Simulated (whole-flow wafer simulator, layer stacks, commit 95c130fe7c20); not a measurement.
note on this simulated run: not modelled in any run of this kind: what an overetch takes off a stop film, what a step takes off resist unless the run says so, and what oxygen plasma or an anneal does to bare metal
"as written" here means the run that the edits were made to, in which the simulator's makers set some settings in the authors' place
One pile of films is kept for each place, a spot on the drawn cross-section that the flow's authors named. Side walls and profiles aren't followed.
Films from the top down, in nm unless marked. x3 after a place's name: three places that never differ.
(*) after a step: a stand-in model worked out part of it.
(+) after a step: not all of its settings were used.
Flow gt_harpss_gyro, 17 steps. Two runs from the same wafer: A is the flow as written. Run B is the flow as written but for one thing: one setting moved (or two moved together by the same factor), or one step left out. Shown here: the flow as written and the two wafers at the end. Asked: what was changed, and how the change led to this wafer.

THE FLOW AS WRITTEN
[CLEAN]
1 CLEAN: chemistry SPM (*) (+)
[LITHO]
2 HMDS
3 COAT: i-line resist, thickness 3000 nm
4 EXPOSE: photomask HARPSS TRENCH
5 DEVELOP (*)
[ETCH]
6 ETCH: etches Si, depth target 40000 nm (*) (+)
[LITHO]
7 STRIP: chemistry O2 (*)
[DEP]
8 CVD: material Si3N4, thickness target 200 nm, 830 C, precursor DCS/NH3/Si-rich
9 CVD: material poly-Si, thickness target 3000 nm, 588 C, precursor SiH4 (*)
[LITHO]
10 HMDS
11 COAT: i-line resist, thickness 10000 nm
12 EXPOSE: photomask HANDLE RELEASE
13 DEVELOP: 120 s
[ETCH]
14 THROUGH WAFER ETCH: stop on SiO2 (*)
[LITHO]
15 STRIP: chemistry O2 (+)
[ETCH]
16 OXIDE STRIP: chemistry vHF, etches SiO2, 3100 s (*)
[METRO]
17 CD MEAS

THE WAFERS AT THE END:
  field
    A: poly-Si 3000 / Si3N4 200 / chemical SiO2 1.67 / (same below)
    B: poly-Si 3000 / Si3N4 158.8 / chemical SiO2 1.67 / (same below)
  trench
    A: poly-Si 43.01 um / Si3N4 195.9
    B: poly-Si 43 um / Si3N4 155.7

The cause: step 8, CVD: thickness target 158.8 nm was run, where the flow has thickness target 200 nm.
It can be read off the wafer: field has Si3N4 158.8, and step 8 as written asks for 200 nm.

How the change led to this, step by step:
  8 CVD: material Si3N4, thickness target 200 nm, 830 C, precursor DCS/NH3/Si-rich
      field: A Si3N4 +200 (new film) | B Si3N4 +158.8 (new film)
      trench: A Si3N4 +195.9 (new film) | B Si3N4 +155.7 (new film)
  9 CVD: material poly-Si, thickness target 3000 nm, 588 C, precursor SiH4 (*)
      trench: A poly-Si +43.01 um (new film) | B poly-Si +43 um (new film)
